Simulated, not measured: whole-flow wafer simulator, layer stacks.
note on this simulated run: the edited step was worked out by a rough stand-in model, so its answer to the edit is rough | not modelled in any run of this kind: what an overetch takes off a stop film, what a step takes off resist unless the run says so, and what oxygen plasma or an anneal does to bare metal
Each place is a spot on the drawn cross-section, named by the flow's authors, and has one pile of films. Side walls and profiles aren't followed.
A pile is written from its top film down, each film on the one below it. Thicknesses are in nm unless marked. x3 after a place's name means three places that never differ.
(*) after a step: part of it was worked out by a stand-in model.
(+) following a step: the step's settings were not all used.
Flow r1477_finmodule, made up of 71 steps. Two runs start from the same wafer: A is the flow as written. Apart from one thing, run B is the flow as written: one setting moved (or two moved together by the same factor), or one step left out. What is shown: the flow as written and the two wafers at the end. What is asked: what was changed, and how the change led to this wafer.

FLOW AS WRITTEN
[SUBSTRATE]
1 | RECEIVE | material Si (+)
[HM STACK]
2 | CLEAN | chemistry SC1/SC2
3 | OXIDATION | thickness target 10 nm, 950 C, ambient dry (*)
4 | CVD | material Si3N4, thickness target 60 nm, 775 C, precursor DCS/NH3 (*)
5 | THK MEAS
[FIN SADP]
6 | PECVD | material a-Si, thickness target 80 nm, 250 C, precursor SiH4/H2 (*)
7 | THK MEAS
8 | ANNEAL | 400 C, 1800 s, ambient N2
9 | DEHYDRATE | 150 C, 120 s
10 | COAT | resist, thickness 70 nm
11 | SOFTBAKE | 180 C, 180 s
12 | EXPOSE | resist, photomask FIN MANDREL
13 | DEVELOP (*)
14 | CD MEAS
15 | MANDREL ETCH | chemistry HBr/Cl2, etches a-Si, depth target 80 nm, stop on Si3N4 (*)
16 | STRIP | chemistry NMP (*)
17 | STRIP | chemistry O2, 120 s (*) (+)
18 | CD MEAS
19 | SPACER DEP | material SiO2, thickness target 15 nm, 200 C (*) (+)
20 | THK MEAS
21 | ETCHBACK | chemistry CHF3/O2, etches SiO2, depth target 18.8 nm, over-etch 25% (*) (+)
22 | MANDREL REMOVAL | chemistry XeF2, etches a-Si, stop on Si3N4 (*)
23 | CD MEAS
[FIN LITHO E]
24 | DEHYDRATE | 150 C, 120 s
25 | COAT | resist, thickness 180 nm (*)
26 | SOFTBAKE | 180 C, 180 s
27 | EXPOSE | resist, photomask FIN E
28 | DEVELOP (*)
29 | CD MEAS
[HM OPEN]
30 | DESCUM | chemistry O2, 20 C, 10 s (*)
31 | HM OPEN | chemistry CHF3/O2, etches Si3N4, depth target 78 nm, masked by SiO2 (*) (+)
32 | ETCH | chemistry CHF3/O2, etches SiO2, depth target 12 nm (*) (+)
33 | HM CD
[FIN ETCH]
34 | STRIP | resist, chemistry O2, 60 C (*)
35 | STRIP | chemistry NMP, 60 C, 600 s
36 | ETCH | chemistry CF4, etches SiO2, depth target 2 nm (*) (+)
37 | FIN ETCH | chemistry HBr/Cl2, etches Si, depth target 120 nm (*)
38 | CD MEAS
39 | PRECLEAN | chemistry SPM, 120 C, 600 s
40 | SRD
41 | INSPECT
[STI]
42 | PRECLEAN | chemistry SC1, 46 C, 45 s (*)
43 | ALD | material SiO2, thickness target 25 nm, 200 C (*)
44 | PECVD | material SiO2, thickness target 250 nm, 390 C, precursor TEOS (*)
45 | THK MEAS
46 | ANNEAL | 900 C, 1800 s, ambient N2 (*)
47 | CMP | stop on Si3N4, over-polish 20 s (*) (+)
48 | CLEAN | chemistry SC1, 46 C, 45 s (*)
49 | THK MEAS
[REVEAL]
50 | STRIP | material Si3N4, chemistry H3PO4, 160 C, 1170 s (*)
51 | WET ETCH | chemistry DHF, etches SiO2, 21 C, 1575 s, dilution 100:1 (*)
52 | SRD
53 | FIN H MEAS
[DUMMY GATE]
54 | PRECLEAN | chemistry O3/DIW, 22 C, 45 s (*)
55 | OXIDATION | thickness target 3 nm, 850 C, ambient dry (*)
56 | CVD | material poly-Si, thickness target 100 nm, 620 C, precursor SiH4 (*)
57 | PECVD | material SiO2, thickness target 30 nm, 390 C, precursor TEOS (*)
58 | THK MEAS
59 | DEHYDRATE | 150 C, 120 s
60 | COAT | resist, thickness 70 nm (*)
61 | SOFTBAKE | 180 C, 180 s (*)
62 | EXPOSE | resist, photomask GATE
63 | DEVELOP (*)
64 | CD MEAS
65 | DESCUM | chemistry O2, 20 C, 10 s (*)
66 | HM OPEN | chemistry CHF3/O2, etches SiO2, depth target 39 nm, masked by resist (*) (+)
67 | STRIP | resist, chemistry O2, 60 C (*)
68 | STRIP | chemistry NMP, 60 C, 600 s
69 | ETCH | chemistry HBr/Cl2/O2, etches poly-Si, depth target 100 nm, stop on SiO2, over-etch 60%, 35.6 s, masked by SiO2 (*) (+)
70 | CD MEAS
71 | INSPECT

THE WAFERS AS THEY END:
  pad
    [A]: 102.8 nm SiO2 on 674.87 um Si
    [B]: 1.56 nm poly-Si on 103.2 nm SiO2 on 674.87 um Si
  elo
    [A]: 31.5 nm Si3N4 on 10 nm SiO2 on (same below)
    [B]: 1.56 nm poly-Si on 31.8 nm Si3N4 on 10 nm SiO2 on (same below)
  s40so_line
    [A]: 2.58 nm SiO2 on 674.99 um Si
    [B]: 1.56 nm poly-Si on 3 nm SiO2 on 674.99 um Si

Cause: step 69, ETCH: depth target 60 nm was run, though the flow has depth target 100 nm; step 69, ETCH: 21.4 s was run, where the flow has 35.6 s.

The path from the change to this, step by step:
  69 | ETCH | chemistry HBr/Cl2/O2, etches poly-Si, depth target 100 nm, stop on SiO2, over-etch 60%, 35.6 s, masked by SiO2 (*) (+)
      pad, eso, e40so and 8 more: A chemical SiO2 loses 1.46 (all of it), poly-Si loses 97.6 (all of it), SiO2 loses 0.42 | B chemical SiO2 loses 1.46 (all of it), poly-Si loses 96
      elo, e40lo, e100lo, e200lo: A chemical SiO2 loses 1.46 (all of it), poly-Si loses 97.6 (all of it), Si3N4 loses 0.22 | B chemical SiO2 loses 1.46 (all of it), poly-Si loses 96
      (and at 21 other places as well)
